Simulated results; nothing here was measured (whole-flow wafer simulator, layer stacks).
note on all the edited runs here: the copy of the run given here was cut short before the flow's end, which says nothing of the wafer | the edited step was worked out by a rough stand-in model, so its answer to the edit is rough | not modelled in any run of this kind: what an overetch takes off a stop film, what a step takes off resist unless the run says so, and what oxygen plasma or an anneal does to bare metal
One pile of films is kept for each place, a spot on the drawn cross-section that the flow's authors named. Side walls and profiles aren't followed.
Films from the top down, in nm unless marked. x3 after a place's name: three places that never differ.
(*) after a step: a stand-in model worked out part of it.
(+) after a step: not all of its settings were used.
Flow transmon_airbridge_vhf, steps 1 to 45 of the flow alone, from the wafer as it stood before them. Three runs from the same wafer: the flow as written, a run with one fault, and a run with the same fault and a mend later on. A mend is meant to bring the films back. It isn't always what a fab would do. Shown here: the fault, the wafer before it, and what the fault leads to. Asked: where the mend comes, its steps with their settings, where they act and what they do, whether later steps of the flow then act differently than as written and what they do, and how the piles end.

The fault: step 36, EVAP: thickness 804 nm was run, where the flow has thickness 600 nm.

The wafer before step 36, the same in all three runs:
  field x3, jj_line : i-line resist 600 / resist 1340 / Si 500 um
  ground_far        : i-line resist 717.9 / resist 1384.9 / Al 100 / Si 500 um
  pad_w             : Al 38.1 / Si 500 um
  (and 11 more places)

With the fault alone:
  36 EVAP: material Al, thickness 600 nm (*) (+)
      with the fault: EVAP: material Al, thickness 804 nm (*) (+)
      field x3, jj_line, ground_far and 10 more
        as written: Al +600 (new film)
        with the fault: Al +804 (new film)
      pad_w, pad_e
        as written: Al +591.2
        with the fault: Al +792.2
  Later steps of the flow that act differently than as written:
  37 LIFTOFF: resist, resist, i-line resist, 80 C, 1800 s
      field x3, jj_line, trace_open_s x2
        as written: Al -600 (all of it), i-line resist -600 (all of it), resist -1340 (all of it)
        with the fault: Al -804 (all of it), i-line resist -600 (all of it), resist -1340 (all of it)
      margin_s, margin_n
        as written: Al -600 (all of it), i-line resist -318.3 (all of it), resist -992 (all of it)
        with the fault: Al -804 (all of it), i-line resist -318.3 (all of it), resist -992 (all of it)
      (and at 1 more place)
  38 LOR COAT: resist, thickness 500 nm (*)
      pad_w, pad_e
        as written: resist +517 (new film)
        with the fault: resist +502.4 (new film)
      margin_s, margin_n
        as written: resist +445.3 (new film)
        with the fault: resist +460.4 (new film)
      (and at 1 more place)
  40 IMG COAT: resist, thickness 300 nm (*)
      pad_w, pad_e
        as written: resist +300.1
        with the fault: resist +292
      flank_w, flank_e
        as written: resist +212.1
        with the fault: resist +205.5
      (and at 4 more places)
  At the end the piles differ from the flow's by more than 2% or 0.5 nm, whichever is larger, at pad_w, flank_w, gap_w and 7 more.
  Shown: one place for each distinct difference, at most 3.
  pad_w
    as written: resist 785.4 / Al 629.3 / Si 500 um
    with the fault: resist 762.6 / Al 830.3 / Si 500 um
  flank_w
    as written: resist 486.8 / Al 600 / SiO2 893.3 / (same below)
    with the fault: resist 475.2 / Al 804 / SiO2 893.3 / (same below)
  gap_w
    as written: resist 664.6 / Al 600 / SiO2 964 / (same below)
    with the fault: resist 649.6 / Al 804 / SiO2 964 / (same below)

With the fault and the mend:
  The mend comes after step 36.
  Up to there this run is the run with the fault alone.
  36a METAL ETCH: etches Al, depth 204 nm (the flow's step 11 once more, with other settings)
      field x3, jj_line, ground_far and 12 more
        Al -204
  No later step of the flow acts differently than as written, at any place that is followed, by more than 2% or 0.5 nm, whichever is larger.
  At the end the piles differ from the flow's only slightly at the places that both follow, by at most 2% or 0.5 nm, whichever is larger.
